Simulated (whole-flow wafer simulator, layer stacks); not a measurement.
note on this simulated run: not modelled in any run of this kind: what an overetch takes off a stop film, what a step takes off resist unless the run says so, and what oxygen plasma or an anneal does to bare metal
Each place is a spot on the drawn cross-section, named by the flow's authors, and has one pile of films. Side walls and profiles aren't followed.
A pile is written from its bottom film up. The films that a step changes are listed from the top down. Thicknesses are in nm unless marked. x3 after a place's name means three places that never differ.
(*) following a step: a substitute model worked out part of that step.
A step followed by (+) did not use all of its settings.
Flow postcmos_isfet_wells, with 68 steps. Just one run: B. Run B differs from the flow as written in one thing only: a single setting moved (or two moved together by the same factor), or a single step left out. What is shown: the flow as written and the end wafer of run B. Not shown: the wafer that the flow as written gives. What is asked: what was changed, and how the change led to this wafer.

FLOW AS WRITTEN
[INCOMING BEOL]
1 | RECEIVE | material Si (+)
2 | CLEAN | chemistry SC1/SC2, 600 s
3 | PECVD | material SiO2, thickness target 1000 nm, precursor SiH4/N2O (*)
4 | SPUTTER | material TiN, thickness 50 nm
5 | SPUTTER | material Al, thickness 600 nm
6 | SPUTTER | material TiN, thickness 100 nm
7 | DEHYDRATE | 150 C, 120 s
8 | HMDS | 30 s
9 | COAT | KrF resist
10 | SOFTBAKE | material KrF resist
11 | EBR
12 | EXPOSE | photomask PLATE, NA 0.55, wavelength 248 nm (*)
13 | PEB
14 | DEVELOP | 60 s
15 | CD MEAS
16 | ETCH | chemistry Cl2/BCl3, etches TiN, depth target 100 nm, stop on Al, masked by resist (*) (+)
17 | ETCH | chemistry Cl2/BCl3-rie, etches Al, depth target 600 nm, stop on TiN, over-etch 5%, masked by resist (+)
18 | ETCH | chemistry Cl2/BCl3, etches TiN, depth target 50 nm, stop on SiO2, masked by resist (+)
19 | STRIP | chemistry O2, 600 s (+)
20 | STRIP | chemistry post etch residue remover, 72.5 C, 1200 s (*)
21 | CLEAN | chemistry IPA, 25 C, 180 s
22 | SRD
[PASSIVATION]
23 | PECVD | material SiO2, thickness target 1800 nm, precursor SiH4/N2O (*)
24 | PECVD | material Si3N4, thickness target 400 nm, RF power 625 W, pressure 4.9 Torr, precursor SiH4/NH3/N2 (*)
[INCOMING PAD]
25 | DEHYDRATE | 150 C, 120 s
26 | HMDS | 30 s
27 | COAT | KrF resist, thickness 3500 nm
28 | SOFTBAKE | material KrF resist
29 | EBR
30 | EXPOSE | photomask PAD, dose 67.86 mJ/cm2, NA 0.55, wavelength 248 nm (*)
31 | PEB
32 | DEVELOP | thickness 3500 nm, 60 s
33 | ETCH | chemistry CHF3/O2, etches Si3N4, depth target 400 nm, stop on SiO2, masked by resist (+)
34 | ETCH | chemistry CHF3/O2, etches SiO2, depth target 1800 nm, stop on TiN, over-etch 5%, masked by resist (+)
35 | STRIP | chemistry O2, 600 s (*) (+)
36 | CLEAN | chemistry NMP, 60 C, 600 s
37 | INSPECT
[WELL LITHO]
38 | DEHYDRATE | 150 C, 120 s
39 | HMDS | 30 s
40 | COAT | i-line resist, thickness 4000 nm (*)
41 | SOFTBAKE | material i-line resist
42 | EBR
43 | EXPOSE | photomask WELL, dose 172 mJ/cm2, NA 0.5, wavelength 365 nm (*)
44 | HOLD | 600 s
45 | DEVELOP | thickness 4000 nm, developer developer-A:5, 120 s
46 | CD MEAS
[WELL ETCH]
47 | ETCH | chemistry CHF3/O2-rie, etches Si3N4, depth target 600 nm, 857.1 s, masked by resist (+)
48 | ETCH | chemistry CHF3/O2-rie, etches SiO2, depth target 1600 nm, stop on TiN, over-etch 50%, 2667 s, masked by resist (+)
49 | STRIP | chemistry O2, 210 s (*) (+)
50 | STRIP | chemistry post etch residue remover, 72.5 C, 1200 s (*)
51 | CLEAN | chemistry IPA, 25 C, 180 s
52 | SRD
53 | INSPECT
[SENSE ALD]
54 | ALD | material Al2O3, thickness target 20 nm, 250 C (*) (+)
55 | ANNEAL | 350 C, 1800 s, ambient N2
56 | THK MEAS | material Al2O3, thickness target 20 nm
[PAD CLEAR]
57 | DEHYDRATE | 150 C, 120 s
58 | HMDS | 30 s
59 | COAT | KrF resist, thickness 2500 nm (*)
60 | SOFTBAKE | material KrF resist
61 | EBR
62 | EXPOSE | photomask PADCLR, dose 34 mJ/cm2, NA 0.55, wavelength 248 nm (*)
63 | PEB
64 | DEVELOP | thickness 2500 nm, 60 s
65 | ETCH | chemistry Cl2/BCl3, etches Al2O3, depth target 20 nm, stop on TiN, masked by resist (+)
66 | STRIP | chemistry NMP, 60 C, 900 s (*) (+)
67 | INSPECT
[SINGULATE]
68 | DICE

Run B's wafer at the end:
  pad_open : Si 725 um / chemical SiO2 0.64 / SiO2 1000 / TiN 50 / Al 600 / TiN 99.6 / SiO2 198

Cause: step 34, ETCH: depth target 1602 nm was run, though the flow has depth target 1800 nm.

How this came from the change, step by step:
  34 | ETCH | chemistry CHF3/O2, etches SiO2, depth target 1800 nm, stop on TiN, over-etch 5%, masked by resist (+)
      pad_open: -1602 SiO2 (it would be, as written: -1800 SiO2 (all of it))
      field, margin, well900, well1300 x3, pad_rim, pad_clr: -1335 KrF resist (it would be, as written: -1500 KrF resist)
  35 | STRIP | chemistry O2, 600 s (*) (+)
      field, margin, well900, well1300 x3, pad_rim, pad_clr: -1778.3 KrF resist (all of it) (it would be, as written: -1613.3 KrF resist (all of it))
  41 | SOFTBAKE | material i-line resist
      pad_clr: -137 i-line resist (it would be, as written: -156.7 i-line resist)
      pad_open: +106.5 i-line resist (it would be, as written: +115.3 i-line resist)
  49 | STRIP | chemistry O2, 210 s (*) (+)
      pad_clr: -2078 i-line resist (all of it) (it would be, as written: -1996.5 i-line resist (all of it))
      pad_open: -3736.5 i-line resist (all of it) (it would be, as written: -3816.3 i-line resist (all of it))
  59 | COAT | KrF resist, thickness 2500 nm (*)
      pad_rim: +2021.5 KrF resist (new film) (it would be, as written: +1976.4 KrF resist (new film))
      pad_clr: +1758.2 KrF resist (new film) (it would be, as written: +1691.6 KrF resist (new film))
  64 | DEVELOP | thickness 2500 nm, 60 s
      pad_clr: -1742.4 KrF resist (all of it) (it would be, as written: -1676 KrF resist (all of it))
  66 | STRIP | chemistry NMP, 60 C, 900 s (*) (+)
      pad_rim: -1968.3 KrF resist (all of it) (it would be, as written: -1923.7 KrF resist (all of it))
